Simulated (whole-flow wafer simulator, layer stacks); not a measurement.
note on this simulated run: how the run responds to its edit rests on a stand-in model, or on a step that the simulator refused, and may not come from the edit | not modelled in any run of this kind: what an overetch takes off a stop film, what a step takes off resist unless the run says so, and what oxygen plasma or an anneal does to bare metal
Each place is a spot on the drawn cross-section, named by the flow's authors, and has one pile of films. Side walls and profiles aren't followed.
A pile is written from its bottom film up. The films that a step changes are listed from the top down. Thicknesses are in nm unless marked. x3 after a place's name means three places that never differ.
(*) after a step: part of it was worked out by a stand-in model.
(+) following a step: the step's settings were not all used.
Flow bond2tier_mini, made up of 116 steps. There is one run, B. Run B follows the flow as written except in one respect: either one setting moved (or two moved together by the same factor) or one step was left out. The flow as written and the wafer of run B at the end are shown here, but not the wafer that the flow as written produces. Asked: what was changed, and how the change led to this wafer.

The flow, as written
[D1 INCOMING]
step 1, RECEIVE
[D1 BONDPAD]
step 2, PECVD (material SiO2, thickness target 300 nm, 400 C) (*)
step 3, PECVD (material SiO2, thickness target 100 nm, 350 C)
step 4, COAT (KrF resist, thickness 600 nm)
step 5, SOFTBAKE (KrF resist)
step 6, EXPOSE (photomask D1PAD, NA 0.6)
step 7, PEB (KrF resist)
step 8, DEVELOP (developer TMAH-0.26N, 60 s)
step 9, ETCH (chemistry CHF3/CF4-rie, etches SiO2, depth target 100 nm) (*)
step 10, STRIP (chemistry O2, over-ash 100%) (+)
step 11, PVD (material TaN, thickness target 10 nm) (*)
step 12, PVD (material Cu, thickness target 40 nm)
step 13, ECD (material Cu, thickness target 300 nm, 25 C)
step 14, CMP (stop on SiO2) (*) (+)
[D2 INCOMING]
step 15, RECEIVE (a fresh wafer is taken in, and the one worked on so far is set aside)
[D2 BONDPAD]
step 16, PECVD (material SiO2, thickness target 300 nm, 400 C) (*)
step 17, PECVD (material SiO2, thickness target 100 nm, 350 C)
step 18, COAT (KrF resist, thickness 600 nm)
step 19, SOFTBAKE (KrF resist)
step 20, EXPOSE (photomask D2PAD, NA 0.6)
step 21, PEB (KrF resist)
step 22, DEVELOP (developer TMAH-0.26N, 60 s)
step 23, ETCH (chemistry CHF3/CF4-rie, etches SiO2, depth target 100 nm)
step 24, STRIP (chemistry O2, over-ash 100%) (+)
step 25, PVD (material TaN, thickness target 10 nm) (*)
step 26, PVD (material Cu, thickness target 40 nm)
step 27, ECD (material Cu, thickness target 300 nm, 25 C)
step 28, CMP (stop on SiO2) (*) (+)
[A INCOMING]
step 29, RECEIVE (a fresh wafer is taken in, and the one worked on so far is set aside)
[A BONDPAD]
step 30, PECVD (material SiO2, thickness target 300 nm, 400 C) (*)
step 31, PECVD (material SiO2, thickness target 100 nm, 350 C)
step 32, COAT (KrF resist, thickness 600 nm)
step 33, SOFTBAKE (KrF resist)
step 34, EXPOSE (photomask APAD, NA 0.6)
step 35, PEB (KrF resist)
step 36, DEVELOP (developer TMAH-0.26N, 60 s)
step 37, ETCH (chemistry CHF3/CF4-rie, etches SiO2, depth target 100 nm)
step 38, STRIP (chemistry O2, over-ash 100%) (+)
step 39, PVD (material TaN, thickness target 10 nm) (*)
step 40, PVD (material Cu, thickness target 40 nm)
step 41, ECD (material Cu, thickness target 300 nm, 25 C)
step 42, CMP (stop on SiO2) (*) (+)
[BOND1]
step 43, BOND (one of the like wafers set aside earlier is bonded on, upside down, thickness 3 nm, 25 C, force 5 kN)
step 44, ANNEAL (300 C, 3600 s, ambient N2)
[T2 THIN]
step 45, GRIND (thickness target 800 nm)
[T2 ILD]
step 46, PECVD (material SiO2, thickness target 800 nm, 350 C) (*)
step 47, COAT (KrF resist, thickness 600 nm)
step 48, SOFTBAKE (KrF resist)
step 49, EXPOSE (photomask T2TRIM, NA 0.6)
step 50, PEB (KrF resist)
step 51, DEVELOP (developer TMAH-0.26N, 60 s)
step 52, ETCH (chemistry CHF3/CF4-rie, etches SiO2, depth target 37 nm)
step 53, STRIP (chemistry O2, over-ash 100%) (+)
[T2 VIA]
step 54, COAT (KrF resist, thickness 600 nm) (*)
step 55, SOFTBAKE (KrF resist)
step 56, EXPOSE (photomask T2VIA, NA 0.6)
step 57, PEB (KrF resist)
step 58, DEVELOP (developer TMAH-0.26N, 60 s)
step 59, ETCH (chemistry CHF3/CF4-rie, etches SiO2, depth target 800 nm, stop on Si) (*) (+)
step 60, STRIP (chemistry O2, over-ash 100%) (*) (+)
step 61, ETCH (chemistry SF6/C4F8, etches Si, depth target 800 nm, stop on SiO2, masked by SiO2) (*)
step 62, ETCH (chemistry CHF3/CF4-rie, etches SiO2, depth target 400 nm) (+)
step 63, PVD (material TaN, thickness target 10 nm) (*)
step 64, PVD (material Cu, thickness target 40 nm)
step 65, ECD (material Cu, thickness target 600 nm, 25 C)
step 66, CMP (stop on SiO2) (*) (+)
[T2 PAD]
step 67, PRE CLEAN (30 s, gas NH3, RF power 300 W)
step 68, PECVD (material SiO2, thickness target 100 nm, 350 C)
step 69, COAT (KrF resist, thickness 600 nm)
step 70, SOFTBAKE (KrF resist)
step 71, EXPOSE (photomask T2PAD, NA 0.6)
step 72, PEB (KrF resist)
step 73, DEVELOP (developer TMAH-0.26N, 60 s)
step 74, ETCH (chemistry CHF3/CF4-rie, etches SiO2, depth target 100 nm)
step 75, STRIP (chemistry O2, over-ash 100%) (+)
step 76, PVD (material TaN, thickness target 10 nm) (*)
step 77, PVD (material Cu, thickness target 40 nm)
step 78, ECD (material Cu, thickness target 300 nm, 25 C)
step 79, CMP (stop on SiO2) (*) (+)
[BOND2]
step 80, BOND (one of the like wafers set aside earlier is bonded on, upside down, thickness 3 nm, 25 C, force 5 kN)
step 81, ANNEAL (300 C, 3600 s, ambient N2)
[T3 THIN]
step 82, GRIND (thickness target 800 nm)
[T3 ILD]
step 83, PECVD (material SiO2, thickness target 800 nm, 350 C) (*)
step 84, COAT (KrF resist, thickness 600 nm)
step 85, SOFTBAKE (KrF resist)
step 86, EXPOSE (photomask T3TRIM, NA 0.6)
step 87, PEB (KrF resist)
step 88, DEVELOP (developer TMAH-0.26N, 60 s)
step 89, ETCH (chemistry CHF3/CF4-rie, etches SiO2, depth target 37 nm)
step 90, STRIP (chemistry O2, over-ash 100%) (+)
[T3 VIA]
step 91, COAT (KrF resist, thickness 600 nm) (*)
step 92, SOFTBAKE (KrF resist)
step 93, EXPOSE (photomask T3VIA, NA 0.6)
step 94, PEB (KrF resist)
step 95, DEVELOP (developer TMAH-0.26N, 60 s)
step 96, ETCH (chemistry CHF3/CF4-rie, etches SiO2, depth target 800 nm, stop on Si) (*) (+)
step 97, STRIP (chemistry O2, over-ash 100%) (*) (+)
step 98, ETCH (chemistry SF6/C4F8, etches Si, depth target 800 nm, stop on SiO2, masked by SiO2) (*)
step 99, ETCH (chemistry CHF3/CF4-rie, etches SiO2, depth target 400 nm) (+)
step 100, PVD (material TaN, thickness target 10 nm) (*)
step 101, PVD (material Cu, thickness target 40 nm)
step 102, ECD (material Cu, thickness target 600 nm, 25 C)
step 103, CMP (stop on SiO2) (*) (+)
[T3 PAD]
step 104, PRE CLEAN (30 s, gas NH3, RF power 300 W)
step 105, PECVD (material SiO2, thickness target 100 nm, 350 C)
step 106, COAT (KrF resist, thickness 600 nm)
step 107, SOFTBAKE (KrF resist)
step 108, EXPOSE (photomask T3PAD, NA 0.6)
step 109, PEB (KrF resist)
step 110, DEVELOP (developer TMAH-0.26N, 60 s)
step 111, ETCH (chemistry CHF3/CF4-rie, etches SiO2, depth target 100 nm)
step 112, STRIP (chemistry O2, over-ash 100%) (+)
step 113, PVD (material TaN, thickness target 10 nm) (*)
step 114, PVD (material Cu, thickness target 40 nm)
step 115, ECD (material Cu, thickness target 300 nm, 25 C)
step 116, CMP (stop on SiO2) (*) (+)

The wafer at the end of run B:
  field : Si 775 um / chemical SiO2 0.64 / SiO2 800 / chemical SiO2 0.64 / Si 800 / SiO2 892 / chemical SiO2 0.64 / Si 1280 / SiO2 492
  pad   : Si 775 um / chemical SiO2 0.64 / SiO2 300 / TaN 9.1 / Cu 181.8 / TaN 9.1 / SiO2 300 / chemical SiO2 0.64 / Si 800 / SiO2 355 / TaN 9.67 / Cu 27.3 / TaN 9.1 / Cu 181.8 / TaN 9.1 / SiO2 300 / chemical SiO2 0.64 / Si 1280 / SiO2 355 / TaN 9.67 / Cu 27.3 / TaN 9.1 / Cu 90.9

What caused this: step 82, GRIND: thickness target 1280 nm was run, whereas the flow has thickness target 800 nm.
The wafer itself shows it: field has Si 1280, and step 82 as written asks for 800 nm.

How this came from the change, step by step:
  step 82, GRIND (thickness target 800 nm)
      field, pad: Si loses 773.72 um (in the flow as written it would be: Si loses 774.2 um)
